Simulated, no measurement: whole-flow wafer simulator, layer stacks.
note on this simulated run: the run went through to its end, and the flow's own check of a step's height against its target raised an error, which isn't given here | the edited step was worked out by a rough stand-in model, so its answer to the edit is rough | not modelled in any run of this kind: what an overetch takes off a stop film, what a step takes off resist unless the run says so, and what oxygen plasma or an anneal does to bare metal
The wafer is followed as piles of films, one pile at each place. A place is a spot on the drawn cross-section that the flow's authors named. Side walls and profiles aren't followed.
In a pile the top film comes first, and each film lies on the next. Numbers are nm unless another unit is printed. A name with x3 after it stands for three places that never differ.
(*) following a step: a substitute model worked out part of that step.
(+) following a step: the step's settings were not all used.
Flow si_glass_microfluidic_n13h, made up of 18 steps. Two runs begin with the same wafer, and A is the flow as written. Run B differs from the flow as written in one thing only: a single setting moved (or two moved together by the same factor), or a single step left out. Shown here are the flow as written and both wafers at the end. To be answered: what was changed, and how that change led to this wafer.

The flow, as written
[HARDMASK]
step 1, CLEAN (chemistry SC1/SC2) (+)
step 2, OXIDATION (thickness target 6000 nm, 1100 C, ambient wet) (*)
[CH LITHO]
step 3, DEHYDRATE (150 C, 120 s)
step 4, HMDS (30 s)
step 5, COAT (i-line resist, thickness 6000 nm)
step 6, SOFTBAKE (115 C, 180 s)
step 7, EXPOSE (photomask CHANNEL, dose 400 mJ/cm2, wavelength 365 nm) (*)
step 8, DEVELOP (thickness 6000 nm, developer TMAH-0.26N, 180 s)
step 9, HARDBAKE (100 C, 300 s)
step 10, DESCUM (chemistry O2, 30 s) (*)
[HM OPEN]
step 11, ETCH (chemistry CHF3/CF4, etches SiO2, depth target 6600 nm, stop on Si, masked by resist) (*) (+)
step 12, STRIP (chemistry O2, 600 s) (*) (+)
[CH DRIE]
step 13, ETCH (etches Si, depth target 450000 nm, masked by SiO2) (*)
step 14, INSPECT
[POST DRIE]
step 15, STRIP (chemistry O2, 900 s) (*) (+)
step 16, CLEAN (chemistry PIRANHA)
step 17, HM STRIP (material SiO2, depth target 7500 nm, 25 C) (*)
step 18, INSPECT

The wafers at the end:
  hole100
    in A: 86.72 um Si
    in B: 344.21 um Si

The reason: step 13, ETCH: depth target 191200 nm was run, whereas the flow has depth target 450000 nm.

Step by step, how the change led to this:
  step 13, ETCH (etches Si, depth target 450000 nm, masked by SiO2) (*)
      land: A -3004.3 SiO2 | B -1287.6 SiO2
      hole100: A -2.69 chemical SiO2 (all of it), -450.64 um Si | B -2.69 chemical SiO2 (all of it), -193.15 um Si
  step 17, HM STRIP (material SiO2, depth target 7500 nm, 25 C) (*)
      land: A -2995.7 SiO2 (all of it) | B -4712.4 SiO2 (all of it)
